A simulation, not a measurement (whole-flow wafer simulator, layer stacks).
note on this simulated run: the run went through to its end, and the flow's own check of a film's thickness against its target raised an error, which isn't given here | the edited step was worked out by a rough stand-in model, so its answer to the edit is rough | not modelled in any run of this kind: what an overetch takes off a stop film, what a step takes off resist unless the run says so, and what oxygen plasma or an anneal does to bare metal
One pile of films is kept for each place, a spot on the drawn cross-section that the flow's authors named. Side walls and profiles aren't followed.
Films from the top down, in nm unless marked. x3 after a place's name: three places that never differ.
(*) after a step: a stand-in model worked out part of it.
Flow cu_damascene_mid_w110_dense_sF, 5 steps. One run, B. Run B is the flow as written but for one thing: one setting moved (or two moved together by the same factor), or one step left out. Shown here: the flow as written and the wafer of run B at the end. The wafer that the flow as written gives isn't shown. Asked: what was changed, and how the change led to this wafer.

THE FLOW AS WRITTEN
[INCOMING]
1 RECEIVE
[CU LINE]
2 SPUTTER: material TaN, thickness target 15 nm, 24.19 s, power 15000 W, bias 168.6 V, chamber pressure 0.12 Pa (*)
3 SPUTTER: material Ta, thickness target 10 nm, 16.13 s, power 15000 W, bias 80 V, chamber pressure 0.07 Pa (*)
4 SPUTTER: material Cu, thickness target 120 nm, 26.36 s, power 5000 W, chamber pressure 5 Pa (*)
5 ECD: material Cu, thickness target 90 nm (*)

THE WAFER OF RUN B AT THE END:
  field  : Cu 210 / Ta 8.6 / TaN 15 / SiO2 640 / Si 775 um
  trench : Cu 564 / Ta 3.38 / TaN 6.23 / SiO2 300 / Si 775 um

The cause: step 3, SPUTTER: power 12900 W was run, where the flow has power 15000 W.

How the change led to this, step by step:
  3 SPUTTER: material Ta, thickness target 10 nm, 16.13 s, power 15000 W, bias 80 V, chamber pressure 0.07 Pa (*)
      field: Ta +8.6 (new film) (as written it would be: Ta +10 (new film))
      trench: Ta +3.38 (new film) (as written it would be: Ta +4.05 (new film))
